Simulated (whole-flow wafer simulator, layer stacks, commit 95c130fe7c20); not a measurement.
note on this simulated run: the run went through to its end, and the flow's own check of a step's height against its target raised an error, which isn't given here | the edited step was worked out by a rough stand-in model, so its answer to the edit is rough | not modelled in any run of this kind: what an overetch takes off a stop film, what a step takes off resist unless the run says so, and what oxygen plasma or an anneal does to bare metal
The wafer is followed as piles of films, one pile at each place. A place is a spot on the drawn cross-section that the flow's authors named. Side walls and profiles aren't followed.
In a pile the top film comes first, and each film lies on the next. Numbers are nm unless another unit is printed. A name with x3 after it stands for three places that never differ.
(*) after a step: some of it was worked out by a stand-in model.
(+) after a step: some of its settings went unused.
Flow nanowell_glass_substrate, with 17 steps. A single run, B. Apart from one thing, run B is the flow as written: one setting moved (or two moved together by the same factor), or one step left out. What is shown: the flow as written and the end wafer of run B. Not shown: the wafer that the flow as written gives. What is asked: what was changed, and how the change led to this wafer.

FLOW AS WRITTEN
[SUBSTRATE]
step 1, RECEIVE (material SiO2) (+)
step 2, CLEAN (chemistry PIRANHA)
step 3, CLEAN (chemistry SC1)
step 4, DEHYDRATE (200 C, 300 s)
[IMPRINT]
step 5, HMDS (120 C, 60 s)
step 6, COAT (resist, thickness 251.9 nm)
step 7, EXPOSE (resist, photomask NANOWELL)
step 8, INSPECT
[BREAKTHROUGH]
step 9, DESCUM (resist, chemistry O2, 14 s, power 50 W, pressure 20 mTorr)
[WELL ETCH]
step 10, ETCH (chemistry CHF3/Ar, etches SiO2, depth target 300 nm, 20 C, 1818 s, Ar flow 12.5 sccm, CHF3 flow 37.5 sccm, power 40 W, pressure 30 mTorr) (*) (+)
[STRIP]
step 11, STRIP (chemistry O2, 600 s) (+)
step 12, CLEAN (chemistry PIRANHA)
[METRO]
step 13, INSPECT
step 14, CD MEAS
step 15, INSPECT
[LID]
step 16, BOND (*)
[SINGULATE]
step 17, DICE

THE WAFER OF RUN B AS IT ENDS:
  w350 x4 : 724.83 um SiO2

The reason: step 10, ETCH: depth target 172 nm was run, though the flow has depth target 300 nm.

The path from the change to this, step by step:
  step 10, ETCH (chemistry CHF3/Ar, etches SiO2, depth target 300 nm, 20 C, 1818 s, Ar flow 12.5 sccm, CHF3 flow 37.5 sccm, power 40 W, pressure 30 mTorr) (*) (+)
      w350 x4: SiO2 loses 172 (as written it would have been: SiO2 loses 300)
      land: resist loses 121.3 (as written it would have been: resist loses 130.4)
  step 11, STRIP (chemistry O2, 600 s) (+)
      land: resist loses 135.1 (all of it) (as written it would have been: resist loses 125.9 (all of it))
